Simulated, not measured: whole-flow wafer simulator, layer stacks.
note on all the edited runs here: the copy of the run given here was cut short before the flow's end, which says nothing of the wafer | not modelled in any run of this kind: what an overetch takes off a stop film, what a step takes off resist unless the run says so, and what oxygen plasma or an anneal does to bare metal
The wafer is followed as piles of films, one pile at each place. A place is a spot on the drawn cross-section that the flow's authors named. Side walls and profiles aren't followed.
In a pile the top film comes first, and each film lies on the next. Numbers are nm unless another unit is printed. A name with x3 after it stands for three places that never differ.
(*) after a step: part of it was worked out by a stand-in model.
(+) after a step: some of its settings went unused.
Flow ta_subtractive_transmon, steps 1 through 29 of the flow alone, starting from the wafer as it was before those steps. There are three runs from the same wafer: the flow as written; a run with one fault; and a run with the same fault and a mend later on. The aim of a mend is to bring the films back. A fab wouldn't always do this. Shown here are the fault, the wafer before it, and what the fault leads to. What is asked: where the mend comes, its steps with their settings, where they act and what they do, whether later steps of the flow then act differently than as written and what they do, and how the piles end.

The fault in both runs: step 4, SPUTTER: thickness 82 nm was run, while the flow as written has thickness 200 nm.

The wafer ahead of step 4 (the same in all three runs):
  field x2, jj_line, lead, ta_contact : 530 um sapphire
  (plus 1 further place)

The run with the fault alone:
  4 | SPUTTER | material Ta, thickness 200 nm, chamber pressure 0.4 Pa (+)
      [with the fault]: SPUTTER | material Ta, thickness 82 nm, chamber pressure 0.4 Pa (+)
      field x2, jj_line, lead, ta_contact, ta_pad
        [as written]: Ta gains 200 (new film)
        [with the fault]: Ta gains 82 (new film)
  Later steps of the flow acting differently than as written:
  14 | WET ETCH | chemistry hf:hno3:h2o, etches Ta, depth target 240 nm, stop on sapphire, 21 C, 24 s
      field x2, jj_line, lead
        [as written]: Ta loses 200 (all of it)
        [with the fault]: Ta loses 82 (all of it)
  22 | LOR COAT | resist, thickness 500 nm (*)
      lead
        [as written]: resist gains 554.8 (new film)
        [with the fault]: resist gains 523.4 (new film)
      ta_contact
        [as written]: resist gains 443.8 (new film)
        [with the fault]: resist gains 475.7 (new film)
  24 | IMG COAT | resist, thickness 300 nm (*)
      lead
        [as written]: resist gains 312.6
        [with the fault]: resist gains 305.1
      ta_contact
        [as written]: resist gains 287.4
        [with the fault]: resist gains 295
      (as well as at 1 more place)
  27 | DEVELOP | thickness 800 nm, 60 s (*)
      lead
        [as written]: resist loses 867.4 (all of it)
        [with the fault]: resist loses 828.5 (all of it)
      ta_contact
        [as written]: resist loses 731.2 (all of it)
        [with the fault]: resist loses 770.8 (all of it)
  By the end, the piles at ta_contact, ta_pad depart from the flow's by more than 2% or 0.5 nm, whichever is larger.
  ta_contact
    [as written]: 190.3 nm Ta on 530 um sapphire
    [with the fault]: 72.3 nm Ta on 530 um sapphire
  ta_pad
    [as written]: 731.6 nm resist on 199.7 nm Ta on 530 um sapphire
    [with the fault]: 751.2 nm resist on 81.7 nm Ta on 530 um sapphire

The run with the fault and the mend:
  After step 5 comes the mend.
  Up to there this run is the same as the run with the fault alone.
  5a | SPUTTER | material Ta, thickness 118 nm, chamber pressure 0.4 Pa (+) (the flow's step 4, run once more with other settings)
      field x2, jj_line, lead, ta_contact, ta_pad
        Ta gains 118
  None of the later steps of the flow acts differently than as written at any place that is followed.
  By the end, the piles equal the flow's at every place that both follow.
